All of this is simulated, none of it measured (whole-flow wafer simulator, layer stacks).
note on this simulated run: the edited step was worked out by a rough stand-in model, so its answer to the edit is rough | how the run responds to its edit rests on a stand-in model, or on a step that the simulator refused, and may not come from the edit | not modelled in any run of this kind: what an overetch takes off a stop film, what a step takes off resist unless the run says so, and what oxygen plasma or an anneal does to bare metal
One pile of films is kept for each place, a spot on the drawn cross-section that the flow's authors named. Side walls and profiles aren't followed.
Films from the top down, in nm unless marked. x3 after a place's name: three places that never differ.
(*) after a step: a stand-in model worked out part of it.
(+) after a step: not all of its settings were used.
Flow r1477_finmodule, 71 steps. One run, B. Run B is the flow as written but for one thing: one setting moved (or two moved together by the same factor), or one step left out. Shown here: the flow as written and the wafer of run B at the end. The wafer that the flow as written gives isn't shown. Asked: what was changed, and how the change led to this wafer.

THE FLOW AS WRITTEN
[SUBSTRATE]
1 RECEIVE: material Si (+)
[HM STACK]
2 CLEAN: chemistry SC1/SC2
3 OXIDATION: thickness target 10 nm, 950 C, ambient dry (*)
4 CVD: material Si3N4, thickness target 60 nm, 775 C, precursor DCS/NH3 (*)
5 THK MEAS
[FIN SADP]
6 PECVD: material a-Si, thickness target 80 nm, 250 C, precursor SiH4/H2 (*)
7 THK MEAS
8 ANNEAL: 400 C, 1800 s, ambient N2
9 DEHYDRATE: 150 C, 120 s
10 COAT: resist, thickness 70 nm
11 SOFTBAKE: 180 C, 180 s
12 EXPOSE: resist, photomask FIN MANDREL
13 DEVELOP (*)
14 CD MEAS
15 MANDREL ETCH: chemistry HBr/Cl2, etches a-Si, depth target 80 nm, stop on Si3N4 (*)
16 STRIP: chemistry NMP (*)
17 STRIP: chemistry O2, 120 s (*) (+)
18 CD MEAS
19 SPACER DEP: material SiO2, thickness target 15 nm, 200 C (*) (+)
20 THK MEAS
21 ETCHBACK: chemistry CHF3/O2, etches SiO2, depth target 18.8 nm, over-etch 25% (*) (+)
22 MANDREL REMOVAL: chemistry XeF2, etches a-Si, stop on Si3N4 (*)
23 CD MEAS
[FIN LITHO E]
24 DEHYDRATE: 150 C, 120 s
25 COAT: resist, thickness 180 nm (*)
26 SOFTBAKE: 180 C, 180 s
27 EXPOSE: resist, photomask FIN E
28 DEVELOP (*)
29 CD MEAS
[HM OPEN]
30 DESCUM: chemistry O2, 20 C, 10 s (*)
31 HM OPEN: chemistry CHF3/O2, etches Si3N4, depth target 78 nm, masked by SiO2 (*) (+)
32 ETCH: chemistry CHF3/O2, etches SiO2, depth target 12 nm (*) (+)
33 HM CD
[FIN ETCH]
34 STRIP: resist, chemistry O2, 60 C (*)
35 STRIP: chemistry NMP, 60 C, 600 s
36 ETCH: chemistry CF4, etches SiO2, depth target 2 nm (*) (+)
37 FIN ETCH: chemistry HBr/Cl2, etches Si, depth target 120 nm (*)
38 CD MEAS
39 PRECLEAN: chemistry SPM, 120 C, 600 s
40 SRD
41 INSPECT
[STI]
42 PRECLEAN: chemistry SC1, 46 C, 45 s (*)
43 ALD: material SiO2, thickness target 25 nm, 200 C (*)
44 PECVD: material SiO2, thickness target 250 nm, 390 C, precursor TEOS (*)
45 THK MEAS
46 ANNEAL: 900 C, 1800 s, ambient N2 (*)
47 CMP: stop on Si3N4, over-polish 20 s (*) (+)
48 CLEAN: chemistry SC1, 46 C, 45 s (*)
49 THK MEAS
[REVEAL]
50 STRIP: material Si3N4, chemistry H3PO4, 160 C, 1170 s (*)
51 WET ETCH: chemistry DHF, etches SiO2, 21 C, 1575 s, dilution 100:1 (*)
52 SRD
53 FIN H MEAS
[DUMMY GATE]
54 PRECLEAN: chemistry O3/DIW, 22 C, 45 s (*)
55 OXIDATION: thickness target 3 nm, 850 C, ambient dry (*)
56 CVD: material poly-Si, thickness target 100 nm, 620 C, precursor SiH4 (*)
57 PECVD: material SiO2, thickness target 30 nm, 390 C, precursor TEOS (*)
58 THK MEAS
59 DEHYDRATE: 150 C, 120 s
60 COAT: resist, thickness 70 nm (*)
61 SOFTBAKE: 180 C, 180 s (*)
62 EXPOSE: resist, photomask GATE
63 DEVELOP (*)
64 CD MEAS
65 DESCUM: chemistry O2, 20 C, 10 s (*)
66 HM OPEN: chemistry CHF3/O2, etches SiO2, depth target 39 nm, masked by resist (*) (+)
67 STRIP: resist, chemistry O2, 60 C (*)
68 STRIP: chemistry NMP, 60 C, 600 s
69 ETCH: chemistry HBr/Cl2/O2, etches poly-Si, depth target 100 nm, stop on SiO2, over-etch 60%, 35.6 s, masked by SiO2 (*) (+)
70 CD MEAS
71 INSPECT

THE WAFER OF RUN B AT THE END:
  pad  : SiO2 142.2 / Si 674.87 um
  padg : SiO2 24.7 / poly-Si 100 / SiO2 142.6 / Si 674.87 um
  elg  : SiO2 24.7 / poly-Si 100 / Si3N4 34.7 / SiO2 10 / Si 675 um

The cause: step 51, WET ETCH: 850 s was run, where the flow has 1575 s.

How the change led to this, step by step:
  51 WET ETCH: chemistry DHF, etches SiO2, 21 C, 1575 s, dilution 100:1 (*)
      pad, padg, e40sg and 12 more: SiO2 -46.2 (as written it would be: SiO2 -85.7)
      elg, e40lg, e100lg, e200lg, elo, e40lo, e100lo, e200lo: SiO2 -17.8 (all of it), Si3N4 -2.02 (as written it would be: SiO2 -17.8 (all of it), Si3N4 -4.97)
      (and at 7 more places)
  56 CVD: material poly-Si, thickness target 100 nm, 620 C, precursor SiH4 (*)
      s40sg_line, s45sg_line, s50sg_line, s40so_line, s45so_line, s50so_line: poly-Si +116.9 (new film) (as written it would be: poly-Si +100 (new film))
      s40cg, s40co: poly-Si +100 (new film) (as written it would be: poly-Si +113.9 (new film))
      (and at 5 more places)
  60 COAT: resist, thickness 70 nm (*)
      e40lg, e100lg, e200lg, elo, e40lo, e100lo, e200lo: resist +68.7 (new film) (as written it would be: resist +66.9 (new film))
      e40sg, eso, e40so: resist +94.9 (new film) (as written it would be: resist +129.5 (new film))
      (and at 22 more places)
  63 DEVELOP (*)
      elo, e40lo, e100lo, e200lo: resist -68.7 (all of it) (as written it would be: resist -66.9 (all of it))
      eso, e40so: resist -94.9 (all of it) (as written it would be: resist -129.5 (all of it))
      (and at 11 more places)
  67 STRIP: resist, chemistry O2, 60 C (*)
      e40lg, e100lg, e200lg: resist -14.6 (all of it) (as written it would be: resist -12.8 (all of it))
      e40sg: resist -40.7 (all of it) (as written it would be: resist -75.4 (all of it))
      (and at 11 more places)
  69 ETCH: chemistry HBr/Cl2/O2, etches poly-Si, depth target 100 nm, stop on SiO2, over-etch 60%, 35.6 s, masked by SiO2 (*) (+)
      s40so_line, s45so_line, s50so_line: chemical SiO2 -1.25 (all of it), poly-Si -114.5 (all of it), SiO2 -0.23 (as written it would be: chemical SiO2 -1.46 (all of it), poly-Si -97.6 (all of it), SiO2 -0.42)
      s40co: chemical SiO2 -1.25 (all of it), poly-Si -97.6 (all of it), SiO2 -0.42 (as written it would be: chemical SiO2 -1.46 (all of it), poly-Si -111.5 (all of it), SiO2 -0.24)
      (and at 2 more places)
